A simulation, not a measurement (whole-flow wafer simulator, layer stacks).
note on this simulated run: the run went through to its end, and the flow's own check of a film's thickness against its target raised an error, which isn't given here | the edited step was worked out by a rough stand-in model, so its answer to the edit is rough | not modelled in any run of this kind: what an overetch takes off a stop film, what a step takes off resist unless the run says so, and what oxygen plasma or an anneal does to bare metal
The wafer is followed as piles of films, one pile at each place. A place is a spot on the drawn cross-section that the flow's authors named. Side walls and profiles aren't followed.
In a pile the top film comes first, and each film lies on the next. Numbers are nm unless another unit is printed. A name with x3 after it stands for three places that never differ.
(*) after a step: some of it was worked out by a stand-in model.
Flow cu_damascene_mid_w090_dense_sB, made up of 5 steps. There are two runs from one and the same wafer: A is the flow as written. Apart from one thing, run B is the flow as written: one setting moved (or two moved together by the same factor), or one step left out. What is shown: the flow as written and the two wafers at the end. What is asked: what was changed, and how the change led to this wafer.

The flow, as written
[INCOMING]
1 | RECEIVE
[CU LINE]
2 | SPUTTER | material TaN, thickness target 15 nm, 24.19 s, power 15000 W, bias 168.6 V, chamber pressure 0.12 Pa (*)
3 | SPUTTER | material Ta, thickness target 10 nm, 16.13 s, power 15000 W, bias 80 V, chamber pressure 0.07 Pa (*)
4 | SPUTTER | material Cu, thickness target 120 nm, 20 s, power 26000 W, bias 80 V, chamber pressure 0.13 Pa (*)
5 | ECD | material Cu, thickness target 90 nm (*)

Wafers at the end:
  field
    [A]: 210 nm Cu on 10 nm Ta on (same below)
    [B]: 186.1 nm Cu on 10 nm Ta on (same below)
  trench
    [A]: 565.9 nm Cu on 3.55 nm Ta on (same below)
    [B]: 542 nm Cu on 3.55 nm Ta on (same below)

Cause: step 5, ECD: thickness target 66.1 nm was run, whereas the flow has thickness target 90 nm.

How this came from the change, step by step:
  5 | ECD | material Cu, thickness target 90 nm (*)
      field: A +90 Cu | B +66.1 Cu
      trench: A +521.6 Cu | B +497.7 Cu
